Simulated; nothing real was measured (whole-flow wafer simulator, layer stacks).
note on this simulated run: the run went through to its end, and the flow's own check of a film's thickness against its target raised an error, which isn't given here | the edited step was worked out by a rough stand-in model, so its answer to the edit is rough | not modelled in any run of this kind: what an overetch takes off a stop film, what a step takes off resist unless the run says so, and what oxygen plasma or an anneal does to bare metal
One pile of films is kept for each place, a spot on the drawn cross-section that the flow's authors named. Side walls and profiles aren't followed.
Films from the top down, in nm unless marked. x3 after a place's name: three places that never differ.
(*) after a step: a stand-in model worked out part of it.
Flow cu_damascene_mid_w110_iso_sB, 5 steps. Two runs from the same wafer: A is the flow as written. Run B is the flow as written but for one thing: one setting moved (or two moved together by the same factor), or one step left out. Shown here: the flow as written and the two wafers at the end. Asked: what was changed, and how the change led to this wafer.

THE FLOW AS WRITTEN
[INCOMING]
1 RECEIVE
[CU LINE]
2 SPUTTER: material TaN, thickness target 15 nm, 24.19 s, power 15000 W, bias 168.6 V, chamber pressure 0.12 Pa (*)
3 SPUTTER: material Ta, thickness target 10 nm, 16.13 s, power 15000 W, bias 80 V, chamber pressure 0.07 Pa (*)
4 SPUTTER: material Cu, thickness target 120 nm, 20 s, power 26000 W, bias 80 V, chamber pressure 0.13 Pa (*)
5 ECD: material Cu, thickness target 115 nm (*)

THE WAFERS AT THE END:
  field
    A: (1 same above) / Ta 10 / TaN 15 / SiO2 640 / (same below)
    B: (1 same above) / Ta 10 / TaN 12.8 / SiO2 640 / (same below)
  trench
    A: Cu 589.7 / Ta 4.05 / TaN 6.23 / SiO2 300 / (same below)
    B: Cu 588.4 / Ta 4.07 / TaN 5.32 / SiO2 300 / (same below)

The cause: step 2, SPUTTER: thickness target 12.8 nm was run, where the flow has thickness target 15 nm; step 2, SPUTTER: 20.56 s was run, where the flow has 24.19 s.
It can be read off the wafer: field has TaN 12.8, and step 2 as written asks for 15 nm.

How the change led to this, step by step:
  2 SPUTTER: material TaN, thickness target 15 nm, 24.19 s, power 15000 W, bias 168.6 V, chamber pressure 0.12 Pa (*)
      field: A TaN +15 (new film) | B TaN +12.8 (new film)
      trench: A TaN +6.23 (new film) | B TaN +5.32 (new film)
